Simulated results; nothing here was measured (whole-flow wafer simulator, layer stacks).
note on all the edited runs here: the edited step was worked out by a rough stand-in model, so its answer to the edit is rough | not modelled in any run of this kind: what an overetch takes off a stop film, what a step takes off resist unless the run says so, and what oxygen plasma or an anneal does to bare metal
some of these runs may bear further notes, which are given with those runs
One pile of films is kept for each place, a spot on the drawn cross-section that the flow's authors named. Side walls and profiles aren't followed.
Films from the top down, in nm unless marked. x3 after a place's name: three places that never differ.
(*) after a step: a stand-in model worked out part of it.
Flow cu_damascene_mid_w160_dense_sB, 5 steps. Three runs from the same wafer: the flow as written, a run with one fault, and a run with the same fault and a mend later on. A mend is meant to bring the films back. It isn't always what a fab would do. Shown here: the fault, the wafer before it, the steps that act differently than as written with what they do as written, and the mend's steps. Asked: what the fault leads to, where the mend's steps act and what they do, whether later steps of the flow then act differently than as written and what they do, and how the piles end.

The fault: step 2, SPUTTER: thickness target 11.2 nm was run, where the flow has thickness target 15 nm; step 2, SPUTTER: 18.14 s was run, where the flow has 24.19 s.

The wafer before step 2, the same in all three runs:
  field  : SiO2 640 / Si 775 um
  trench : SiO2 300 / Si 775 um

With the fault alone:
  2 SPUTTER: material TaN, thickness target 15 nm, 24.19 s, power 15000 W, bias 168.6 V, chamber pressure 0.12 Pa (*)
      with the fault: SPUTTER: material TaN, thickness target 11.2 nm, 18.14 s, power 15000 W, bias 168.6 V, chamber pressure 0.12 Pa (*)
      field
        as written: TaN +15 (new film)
        with the fault: TaN +11.2 (new film)
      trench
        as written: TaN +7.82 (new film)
        with the fault: TaN +5.84 (new film)
  No later step of the flow acts differently than as written, at any place that is followed, by more than 2% or 0.5 nm, whichever is larger.
  At the end the piles differ from the flow's by more than 2% or 0.5 nm, whichever is larger, at field, trench.
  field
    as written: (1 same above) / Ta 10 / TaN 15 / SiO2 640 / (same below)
    with the fault: (1 same above) / Ta 10 / TaN 11.2 / SiO2 640 / (same below)
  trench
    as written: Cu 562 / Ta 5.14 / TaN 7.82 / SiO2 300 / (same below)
    with the fault: Cu 560.2 / Ta 5.18 / TaN 5.84 / SiO2 300 / (same below)

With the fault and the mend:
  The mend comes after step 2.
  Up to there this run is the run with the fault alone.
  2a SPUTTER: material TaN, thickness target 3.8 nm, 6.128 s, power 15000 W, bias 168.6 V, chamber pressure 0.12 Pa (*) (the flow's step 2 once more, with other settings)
      field
        TaN +3.8
      trench
        TaN +1.93
  No later step of the flow acts differently than as written, at any place that is followed, by more than 2% or 0.5 nm, whichever is larger.
  At the end the piles differ from the flow's only slightly at the places that both follow, by at most 2% or 0.5 nm, whichever is larger.
